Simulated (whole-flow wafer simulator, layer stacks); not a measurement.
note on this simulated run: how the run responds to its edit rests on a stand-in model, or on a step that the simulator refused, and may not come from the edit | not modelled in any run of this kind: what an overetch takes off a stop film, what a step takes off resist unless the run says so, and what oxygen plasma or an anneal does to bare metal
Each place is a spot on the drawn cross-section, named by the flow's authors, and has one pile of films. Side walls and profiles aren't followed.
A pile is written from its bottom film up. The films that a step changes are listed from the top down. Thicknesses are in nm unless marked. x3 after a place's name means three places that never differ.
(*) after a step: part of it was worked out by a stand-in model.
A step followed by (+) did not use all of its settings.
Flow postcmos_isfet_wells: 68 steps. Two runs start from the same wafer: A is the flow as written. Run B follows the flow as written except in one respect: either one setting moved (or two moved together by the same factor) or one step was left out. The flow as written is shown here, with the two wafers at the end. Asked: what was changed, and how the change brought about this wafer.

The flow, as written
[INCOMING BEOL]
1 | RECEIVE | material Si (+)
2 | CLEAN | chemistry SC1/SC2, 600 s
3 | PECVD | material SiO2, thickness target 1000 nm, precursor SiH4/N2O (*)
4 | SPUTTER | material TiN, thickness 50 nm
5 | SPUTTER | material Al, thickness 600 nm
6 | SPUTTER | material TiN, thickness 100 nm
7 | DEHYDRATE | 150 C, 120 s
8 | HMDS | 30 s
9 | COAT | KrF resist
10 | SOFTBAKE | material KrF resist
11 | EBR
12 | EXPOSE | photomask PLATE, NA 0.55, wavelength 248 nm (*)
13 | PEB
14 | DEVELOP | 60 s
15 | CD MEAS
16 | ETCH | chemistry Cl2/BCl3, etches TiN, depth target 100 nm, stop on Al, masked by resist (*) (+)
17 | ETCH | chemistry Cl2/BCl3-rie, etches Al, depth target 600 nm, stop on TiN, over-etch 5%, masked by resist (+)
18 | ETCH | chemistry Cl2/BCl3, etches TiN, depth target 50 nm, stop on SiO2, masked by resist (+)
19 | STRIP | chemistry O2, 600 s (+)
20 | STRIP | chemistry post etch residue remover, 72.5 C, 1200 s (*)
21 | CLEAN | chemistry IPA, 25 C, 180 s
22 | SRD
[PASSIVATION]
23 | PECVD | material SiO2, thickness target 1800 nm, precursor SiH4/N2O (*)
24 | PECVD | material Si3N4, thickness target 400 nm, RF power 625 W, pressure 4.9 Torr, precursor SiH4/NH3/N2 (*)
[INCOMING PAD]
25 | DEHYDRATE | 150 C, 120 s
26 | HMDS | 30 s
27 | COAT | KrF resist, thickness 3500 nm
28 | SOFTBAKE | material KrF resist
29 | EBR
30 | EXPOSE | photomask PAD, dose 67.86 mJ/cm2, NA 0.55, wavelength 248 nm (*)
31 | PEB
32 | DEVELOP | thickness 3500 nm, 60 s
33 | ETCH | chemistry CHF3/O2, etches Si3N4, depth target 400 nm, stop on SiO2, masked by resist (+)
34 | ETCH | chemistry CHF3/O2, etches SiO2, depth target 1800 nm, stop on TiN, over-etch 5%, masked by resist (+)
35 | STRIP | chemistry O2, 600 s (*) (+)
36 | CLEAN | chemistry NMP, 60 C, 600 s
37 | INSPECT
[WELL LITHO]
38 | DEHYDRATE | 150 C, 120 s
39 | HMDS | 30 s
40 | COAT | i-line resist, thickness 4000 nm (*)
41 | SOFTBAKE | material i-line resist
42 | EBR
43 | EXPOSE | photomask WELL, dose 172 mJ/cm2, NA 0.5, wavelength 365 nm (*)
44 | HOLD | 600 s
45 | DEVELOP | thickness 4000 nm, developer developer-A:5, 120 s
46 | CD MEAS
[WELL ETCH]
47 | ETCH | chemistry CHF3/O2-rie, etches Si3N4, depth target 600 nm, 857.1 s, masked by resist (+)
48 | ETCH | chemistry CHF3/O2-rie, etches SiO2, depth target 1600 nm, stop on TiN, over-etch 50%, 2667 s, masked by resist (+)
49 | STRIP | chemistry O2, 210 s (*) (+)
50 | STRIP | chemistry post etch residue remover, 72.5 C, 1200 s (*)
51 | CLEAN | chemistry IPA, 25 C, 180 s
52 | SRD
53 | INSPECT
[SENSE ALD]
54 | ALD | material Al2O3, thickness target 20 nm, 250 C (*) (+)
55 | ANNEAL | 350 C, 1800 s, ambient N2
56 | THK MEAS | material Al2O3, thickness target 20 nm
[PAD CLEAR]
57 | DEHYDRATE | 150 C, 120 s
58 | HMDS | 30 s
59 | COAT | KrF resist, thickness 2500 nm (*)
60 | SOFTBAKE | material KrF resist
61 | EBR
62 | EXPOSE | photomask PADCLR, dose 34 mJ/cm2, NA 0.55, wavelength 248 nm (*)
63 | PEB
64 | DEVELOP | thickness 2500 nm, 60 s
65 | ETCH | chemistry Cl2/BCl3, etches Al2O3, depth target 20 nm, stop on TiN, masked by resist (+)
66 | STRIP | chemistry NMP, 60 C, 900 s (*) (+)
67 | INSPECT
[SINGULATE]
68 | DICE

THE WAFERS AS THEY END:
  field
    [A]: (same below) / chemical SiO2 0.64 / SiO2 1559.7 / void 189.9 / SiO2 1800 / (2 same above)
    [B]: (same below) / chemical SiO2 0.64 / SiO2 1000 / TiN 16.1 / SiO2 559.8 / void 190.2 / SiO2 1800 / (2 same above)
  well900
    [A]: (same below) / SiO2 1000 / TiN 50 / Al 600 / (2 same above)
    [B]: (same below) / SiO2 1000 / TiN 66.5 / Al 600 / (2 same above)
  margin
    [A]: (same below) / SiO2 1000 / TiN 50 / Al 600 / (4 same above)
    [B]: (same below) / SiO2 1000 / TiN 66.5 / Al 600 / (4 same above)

The reason: step 4, SPUTTER: thickness 66.5 nm was run, while the flow as written has thickness 50 nm.
The wafer lets one read it off: well900 has TiN 66.5, and step 4 as written asks for 50 nm.

The path from the change to this, step by step:
  4 | SPUTTER | material TiN, thickness 50 nm
      field, margin, well900, well1300 x3, pad_rim, pad_clr, pad_open: A +50 TiN (new film) | B +66.5 TiN (new film)
  18 | ETCH | chemistry Cl2/BCl3, etches TiN, depth target 50 nm, stop on SiO2, masked by resist (+)
      field: A -50 TiN (all of it) | B -50 TiN
  23 | PECVD | material SiO2, thickness target 1800 nm, precursor SiH4/N2O (*)
      field: A +1800 SiO2 (new film), +189.9 void (new film), +559.7 SiO2 | B +1800 SiO2 (new film), +190.2 void (new film), +559.8 SiO2 (new film)
With metal films that touch counted as one body, field has 1 body; the flow as written gives 0 bodies.
